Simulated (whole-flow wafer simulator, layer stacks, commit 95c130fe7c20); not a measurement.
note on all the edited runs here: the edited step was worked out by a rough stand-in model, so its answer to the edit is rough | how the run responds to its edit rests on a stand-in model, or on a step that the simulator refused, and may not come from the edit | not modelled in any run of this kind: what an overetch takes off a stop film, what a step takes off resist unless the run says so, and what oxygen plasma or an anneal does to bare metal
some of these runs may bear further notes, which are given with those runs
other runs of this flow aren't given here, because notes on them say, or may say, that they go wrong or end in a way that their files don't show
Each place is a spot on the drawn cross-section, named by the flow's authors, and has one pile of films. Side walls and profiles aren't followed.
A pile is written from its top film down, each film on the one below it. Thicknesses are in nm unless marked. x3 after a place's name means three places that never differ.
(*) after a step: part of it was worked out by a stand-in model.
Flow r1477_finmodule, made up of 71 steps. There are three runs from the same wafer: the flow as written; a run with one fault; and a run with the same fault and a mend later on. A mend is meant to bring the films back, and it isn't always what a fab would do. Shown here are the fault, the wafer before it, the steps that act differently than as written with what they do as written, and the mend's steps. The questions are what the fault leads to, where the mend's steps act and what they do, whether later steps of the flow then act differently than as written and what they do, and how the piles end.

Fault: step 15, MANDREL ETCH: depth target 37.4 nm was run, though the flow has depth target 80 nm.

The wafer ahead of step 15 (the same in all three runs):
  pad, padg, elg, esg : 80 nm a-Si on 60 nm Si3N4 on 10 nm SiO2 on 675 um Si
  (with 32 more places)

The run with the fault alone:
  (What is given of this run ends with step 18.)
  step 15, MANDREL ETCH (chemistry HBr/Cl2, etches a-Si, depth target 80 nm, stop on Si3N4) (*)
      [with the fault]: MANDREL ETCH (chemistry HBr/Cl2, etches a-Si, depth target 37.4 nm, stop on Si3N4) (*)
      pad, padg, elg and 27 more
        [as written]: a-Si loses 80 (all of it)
        [with the fault]: a-Si loses 37.4
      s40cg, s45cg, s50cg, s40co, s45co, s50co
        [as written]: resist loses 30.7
        [with the fault]: resist loses 14.3
  Steps further on in the flow that do not act as written:
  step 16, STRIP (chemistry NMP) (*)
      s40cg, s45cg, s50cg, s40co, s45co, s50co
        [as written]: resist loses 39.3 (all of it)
        [with the fault]: resist loses 55.7 (all of it)
  The piles after step 18 differ from the flow's at pad, padg, elg and 27 more by more than 2% or 0.5 nm, whichever is larger.
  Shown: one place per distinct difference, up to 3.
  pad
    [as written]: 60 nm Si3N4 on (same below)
    [with the fault]: 42.6 nm a-Si on 60 nm Si3N4 on (same below)

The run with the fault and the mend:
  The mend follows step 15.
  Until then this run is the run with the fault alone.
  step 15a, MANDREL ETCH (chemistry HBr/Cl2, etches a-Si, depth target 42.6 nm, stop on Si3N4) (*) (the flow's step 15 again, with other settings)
      pad, padg, elg and 27 more
        a-Si loses 42.6 (all of it)
      s40cg, s45cg, s50cg, s40co, s45co, s50co
        resist loses 16.3
  Every later step of the flow that is run acts as written at every place that is followed.
  At every place that both follow, the piles at the end match the flow's.
